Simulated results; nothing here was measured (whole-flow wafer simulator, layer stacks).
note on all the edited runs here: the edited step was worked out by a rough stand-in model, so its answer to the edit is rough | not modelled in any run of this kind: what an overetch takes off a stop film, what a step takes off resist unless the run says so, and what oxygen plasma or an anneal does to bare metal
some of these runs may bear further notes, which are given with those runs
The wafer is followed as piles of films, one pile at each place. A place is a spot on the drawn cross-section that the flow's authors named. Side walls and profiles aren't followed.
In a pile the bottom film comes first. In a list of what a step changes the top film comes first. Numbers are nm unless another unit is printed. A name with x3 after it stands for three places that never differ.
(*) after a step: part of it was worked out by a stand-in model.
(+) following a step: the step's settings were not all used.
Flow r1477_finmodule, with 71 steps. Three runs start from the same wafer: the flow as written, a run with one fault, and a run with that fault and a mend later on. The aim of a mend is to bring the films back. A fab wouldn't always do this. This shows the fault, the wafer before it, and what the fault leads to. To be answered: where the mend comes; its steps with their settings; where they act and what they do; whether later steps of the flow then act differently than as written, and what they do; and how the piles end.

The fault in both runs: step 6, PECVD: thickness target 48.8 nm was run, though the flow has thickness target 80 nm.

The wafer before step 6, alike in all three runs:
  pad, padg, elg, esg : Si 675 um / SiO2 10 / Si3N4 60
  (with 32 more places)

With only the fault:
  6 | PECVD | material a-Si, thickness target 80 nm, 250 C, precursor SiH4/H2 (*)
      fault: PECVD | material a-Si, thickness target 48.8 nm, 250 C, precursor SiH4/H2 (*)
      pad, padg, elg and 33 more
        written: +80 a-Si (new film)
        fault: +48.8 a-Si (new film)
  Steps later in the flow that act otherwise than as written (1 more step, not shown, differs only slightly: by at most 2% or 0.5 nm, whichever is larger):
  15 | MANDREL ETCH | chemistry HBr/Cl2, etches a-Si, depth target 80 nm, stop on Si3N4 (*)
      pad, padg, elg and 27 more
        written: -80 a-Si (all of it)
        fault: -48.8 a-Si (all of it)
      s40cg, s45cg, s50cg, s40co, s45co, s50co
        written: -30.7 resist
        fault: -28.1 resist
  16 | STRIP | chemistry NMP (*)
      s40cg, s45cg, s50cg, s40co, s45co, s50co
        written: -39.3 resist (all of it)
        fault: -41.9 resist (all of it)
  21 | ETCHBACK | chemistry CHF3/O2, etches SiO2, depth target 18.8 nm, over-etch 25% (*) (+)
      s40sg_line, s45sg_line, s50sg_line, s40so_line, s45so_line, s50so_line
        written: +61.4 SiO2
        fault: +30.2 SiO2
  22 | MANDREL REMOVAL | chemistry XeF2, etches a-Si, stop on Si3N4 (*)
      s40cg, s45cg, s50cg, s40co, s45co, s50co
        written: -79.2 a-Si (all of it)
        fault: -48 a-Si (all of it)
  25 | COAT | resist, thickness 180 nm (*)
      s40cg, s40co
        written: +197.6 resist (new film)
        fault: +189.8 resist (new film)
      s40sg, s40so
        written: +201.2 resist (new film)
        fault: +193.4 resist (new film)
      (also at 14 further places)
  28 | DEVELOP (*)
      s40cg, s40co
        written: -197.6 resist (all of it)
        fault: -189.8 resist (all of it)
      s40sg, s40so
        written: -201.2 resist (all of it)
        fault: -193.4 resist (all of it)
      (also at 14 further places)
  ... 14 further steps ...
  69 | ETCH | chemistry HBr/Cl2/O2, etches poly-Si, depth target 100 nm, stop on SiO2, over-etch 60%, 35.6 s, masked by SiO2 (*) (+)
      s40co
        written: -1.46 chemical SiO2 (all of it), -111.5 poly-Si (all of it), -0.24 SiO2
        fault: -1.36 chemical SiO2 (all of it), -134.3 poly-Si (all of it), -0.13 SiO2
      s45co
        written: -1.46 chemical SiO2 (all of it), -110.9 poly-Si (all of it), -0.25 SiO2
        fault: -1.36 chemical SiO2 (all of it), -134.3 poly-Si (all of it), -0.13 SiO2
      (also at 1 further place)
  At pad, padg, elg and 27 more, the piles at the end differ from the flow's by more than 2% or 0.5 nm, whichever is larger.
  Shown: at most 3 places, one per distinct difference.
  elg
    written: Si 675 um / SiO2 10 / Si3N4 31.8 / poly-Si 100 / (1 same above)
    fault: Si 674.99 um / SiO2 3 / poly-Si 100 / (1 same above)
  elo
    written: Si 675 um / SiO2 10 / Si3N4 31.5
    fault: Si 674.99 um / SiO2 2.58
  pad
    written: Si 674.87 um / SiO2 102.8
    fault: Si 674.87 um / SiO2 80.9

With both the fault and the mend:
  The mend stands after step 7.
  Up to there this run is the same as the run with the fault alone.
  7a | PECVD | material a-Si, thickness target 31.2 nm, 250 C, precursor SiH4/H2 (*) (the flow's step 6 again, with other settings)
      pad, padg, elg and 33 more
        +31.2 a-Si
  None of the later steps of the flow acts differently than as written at any place that is followed.
  By the end, the piles equal the flow's at every place that both follow.
